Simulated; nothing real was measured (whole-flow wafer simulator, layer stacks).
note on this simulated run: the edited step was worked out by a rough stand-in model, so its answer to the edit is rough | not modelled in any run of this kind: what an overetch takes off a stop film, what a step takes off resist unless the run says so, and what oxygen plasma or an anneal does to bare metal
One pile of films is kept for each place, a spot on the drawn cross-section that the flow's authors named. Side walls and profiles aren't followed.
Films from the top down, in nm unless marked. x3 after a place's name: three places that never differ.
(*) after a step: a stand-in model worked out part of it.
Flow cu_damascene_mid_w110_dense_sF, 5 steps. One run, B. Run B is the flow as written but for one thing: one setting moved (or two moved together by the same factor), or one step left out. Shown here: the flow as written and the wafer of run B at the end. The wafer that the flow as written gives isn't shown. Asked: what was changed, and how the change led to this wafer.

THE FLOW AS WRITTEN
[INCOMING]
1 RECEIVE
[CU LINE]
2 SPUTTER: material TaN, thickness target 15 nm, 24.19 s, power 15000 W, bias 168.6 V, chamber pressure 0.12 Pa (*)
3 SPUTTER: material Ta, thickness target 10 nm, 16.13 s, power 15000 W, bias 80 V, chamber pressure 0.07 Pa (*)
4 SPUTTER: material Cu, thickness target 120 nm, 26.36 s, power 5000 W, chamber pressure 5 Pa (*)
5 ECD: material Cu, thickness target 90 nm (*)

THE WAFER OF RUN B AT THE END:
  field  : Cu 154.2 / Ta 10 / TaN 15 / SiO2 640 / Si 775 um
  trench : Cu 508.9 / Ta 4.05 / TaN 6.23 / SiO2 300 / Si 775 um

The cause: step 5, ECD: thickness target 34.2 nm was run, where the flow has thickness target 90 nm.

How the change led to this, step by step:
  5 ECD: material Cu, thickness target 90 nm (*)
      field: Cu +34.2 (as written it would be: Cu +90)
      trench: Cu +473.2 (as written it would be: Cu +529)
